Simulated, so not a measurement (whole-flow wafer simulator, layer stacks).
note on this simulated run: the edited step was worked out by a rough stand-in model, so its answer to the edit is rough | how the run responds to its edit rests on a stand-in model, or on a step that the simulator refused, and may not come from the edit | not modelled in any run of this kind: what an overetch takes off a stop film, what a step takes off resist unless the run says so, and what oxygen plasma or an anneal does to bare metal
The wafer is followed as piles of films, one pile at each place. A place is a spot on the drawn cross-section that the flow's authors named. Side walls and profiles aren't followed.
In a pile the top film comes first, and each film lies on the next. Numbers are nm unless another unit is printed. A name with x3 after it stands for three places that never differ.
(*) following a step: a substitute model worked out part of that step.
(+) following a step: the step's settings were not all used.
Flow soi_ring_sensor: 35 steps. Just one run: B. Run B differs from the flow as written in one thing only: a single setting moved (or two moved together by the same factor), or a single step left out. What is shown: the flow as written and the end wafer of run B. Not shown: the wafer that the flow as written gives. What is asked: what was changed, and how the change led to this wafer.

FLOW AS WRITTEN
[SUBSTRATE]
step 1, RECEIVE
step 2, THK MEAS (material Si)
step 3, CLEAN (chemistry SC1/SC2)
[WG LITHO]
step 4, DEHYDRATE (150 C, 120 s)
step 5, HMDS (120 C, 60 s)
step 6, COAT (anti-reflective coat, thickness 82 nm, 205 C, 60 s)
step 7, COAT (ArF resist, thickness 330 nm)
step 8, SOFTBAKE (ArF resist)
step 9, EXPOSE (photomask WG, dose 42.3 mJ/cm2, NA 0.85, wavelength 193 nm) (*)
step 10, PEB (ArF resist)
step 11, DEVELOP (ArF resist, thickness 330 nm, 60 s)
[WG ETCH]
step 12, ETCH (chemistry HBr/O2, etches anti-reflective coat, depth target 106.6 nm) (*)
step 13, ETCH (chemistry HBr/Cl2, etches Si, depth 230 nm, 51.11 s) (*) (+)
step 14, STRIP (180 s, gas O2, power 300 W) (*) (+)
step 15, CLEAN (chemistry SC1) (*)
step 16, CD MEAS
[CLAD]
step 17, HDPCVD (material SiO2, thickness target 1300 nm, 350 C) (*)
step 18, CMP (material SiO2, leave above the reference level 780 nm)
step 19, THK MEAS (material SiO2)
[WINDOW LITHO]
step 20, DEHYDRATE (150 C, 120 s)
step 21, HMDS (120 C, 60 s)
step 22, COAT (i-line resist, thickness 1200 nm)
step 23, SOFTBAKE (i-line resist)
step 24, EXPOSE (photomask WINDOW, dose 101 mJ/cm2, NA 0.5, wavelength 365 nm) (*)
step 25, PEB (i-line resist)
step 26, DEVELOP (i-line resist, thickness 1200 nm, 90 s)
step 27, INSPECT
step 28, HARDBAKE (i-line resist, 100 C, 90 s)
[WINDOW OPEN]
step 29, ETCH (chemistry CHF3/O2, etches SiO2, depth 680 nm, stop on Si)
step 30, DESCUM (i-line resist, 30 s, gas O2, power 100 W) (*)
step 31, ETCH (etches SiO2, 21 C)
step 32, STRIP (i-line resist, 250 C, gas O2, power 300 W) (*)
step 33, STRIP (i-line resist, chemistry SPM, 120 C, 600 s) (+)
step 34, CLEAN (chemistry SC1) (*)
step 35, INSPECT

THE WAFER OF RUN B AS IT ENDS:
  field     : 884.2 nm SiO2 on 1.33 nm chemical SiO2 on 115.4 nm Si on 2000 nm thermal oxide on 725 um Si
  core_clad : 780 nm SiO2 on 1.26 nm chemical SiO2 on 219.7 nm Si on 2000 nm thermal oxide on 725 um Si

The reason: step 13, ETCH: depth 104 nm was run, whereas the flow has depth 230 nm; step 13, ETCH: 23 s was run, where the flow has 51.11 s.

Step by step, how the change led to this:
  step 13, ETCH (chemistry HBr/Cl2, etches Si, depth 230 nm, 51.11 s) (*) (+)
      gap, window, field, gap_clad: Si loses 104 (it would be, as written: Si loses 220 (all of it), thermal oxide loses 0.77)
      core, core_clad: ArF resist loses 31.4 (it would be, as written: ArF resist loses 69.7)
  step 14, STRIP (180 s, gas O2, power 300 W) (*) (+)
      gap, window, field, gap_clad: chemical SiO2 gains 1.33 (new film), Si loses 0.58 (it would be, as written: nothing)
      core, core_clad: ArF resist loses 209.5 (all of it), anti-reflective coat loses 82 (all of it), chemical SiO2 gains 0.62, Si loses 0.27 (it would be, as written: ArF resist loses 171.2 (all of it), anti-reflective coat loses 82 (all of it), chemical SiO2 gains 0.63, Si loses 0.28)
  step 18, CMP (material SiO2, leave above the reference level 780 nm)
      gap, window, field, gap_clad: SiO2 loses 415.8 (it would be, as written: SiO2 loses 298.2)
